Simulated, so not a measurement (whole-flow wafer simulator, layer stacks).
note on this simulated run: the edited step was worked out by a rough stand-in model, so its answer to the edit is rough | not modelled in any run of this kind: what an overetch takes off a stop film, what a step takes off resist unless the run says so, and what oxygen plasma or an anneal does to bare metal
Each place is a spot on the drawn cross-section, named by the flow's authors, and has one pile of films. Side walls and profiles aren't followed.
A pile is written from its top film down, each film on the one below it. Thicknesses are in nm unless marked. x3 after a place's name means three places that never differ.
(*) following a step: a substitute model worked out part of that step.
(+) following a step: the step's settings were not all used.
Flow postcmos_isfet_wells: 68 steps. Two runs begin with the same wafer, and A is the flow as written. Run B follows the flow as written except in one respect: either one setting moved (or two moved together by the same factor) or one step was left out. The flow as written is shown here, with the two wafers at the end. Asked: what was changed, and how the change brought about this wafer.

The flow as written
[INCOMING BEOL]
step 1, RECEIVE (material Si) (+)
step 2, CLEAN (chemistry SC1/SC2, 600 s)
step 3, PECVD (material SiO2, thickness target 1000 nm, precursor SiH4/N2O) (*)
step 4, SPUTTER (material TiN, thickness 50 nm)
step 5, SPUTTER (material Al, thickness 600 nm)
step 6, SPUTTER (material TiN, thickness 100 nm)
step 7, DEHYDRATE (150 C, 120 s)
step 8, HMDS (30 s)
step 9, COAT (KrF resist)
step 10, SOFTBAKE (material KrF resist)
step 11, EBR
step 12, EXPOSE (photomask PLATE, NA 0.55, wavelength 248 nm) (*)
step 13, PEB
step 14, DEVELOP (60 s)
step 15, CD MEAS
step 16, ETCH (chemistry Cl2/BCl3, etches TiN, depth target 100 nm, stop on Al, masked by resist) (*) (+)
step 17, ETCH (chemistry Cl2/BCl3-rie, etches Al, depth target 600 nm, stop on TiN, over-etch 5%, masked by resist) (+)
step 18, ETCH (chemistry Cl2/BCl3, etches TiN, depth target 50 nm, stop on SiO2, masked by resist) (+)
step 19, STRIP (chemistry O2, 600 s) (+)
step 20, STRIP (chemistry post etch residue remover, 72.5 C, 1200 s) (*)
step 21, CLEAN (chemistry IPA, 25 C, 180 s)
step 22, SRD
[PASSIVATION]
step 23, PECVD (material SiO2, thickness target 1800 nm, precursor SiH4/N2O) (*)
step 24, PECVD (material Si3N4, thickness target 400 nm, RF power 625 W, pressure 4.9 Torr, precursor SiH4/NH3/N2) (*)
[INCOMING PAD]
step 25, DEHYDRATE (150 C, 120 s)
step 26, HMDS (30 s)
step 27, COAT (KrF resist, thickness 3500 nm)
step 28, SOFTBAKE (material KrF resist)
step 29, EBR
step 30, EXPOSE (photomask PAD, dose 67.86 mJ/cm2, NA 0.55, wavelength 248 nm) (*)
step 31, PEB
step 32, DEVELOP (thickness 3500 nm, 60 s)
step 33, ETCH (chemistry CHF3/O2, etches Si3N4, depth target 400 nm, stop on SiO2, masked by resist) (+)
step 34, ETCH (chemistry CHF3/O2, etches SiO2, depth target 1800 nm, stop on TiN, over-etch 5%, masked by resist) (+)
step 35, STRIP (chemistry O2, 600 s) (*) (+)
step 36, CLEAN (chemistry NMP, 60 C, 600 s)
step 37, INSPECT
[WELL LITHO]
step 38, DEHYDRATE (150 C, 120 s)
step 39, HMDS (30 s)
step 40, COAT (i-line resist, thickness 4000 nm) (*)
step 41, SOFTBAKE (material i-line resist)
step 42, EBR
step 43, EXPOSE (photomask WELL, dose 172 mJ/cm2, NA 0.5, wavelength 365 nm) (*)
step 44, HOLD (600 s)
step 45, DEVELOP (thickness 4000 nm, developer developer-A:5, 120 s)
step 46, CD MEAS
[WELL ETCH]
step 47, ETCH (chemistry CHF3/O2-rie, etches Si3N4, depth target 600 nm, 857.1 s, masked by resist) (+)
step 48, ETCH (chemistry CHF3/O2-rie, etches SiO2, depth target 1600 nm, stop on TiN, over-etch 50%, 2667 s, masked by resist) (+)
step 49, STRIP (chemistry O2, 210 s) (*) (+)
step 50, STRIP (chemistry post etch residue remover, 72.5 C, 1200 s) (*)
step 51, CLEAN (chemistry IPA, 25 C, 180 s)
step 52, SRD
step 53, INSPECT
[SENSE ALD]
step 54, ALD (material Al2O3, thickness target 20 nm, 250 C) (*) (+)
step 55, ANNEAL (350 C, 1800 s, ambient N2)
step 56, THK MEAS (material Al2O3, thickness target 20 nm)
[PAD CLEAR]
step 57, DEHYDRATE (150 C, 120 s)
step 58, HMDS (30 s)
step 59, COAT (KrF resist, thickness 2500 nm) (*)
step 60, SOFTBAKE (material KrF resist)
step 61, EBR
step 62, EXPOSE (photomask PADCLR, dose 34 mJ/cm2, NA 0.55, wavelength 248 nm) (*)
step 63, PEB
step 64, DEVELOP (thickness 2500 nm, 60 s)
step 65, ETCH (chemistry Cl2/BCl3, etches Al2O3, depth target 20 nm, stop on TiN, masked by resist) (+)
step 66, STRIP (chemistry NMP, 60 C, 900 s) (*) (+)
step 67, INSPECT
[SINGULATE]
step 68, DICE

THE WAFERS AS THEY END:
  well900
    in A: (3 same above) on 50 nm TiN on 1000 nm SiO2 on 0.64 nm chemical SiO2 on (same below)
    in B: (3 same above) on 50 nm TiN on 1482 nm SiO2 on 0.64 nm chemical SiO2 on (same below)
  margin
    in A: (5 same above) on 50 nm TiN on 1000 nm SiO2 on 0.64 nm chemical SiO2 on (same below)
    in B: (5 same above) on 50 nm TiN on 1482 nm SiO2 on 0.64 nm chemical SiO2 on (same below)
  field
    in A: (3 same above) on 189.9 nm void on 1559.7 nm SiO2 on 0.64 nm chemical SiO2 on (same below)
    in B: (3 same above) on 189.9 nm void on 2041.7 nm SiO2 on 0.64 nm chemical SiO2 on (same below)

The reason: step 3, PECVD: thickness target 1482 nm was run, while the flow as written has thickness target 1000 nm.
The wafer itself shows it: well900 has SiO2 1482, and step 3 as written asks for 1000 nm.

Step by step, how the change led to this:
  step 3, PECVD (material SiO2, thickness target 1000 nm, precursor SiH4/N2O) (*)
      field, margin, well900, well1300 x3, pad_rim, pad_clr, pad_open: A SiO2 gains 1000 (new film) | B SiO2 gains 1482 (new film)
